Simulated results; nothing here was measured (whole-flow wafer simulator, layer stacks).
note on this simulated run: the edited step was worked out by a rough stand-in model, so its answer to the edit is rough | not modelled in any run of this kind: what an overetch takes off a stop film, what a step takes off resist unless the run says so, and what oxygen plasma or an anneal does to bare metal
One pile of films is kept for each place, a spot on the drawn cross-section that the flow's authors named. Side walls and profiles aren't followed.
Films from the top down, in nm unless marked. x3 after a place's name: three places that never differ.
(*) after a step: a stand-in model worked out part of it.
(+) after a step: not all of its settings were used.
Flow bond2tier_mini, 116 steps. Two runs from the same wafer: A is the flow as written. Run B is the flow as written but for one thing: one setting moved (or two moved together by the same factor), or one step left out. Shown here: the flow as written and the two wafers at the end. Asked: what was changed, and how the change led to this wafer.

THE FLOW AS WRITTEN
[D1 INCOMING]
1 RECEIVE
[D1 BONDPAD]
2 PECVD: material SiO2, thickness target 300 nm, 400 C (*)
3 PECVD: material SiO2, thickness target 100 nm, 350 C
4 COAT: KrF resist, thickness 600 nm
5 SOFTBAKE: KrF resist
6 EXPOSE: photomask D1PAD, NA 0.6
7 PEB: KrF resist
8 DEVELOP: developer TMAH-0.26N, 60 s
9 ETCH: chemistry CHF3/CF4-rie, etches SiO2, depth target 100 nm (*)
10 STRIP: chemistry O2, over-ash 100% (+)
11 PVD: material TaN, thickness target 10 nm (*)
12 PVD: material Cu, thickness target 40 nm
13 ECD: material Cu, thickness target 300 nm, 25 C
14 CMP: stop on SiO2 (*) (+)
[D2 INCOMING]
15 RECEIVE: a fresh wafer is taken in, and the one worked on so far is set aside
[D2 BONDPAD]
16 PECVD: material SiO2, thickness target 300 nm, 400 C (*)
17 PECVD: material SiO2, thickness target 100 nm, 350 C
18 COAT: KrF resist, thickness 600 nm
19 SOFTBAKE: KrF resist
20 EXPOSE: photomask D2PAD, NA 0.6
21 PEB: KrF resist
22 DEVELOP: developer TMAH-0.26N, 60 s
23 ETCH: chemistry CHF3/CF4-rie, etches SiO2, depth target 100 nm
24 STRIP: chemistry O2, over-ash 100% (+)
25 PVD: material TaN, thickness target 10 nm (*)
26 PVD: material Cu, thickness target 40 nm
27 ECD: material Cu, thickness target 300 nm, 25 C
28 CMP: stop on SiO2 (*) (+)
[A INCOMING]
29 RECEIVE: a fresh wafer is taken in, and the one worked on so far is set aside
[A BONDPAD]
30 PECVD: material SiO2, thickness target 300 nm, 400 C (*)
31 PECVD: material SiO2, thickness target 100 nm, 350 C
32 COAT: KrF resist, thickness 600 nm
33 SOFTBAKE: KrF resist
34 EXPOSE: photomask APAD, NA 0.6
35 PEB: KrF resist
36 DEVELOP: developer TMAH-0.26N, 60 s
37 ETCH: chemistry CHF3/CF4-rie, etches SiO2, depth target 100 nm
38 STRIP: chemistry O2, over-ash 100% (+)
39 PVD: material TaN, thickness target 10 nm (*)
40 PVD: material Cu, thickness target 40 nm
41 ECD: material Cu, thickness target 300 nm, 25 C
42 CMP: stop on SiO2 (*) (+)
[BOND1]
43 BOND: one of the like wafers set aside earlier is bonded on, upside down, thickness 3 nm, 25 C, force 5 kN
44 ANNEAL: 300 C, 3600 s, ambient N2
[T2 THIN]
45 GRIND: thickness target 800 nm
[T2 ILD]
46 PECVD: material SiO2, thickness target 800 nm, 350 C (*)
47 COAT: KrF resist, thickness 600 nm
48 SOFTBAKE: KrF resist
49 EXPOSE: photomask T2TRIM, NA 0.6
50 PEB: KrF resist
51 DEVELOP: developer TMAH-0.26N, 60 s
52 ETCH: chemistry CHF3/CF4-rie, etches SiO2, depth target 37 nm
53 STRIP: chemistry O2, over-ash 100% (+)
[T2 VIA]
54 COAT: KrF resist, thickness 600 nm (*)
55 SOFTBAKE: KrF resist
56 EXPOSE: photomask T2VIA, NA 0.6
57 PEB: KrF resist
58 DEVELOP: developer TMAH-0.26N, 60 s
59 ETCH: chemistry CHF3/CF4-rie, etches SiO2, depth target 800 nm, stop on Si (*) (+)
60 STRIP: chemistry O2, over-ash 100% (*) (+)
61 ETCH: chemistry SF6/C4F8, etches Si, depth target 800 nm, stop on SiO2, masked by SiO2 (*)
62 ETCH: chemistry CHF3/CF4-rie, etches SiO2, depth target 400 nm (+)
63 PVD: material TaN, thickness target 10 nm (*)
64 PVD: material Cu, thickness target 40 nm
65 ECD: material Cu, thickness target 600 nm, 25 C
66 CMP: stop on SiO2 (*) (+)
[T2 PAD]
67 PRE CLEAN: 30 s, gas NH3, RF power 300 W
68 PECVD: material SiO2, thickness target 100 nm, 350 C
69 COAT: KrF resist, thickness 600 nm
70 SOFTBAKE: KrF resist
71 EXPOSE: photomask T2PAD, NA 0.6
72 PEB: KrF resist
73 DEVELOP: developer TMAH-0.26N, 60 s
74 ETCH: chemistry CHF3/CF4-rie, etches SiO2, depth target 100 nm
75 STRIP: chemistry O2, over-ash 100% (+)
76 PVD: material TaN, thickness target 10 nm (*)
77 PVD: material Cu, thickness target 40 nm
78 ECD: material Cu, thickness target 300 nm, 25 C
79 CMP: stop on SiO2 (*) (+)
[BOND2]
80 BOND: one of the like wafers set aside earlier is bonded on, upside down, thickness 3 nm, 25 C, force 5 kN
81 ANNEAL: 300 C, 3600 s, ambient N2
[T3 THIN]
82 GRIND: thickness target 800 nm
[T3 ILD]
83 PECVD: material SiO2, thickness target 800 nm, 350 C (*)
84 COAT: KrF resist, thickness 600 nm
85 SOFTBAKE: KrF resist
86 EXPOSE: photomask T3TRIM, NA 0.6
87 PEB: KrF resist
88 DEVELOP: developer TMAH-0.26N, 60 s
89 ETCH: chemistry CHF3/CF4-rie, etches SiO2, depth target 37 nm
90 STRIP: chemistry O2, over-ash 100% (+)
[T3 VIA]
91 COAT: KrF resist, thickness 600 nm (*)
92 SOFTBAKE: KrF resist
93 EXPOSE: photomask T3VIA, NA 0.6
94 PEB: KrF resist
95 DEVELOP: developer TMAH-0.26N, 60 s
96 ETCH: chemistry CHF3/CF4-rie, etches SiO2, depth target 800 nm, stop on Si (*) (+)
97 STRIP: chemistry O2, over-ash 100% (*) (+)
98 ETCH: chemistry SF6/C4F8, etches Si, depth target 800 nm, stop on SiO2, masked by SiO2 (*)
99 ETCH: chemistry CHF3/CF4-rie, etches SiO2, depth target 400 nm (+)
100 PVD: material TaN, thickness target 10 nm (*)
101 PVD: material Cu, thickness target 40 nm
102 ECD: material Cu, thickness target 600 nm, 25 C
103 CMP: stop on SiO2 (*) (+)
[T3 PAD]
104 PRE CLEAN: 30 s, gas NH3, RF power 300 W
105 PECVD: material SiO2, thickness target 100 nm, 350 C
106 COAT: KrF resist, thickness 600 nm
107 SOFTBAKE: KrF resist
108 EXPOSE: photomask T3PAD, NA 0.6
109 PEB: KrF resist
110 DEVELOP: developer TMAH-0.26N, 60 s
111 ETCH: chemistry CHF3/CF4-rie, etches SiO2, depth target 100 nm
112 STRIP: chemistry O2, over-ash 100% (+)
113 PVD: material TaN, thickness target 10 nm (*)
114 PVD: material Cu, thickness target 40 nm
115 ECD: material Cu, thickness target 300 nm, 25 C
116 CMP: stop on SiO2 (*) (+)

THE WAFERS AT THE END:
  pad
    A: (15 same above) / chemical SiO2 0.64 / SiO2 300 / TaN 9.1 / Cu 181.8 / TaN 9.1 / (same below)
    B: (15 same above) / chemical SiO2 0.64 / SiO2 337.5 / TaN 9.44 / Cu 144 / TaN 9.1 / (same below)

The cause: step 9, ETCH: depth target 62.5 nm was run, where the flow has depth target 100 nm.

How the change led to this, step by step:
  9 ETCH: chemistry CHF3/CF4-rie, etches SiO2, depth target 100 nm (*)
      pad, via: A SiO2 -100 | B SiO2 -62.5
      field: A KrF resist -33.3 | B KrF resist -20.8
  10 STRIP: chemistry O2, over-ash 100% (+)
      field: A KrF resist -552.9 (all of it) | B KrF resist -565.4 (all of it)
  12 PVD: material Cu, thickness target 40 nm
      pad: A Cu +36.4 (new film) | B Cu +37.7 (new film)
  13 ECD: material Cu, thickness target 300 nm, 25 C
      pad: A Cu +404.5 | B Cu +365.3
      via: A Cu +400.2 | B Cu +362.5
  43 BOND: one of the like wafers set aside earlier is bonded on, upside down, thickness 3 nm, 25 C, force 5 kN
      pad: A Si +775 um (new film), chemical SiO2 +0.64 (new film), SiO2 +300 (new film), TaN +9.1 (new film), Cu +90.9 | B Si +775 um (new film), chemical SiO2 +0.64 (new film), SiO2 +337.5 (new film), TaN +9.44 (new film), Cu +53.1
      via: A Si +775 um (new film), chemical SiO2 +0.64 (new film), SiO2 +300 (new film), TaN +9.97 (new film), Cu +90 | B Si +775 um (new film), chemical SiO2 +0.64 (new film), SiO2 +337.5 (new film), TaN +9.99 (new film), Cu +52.5
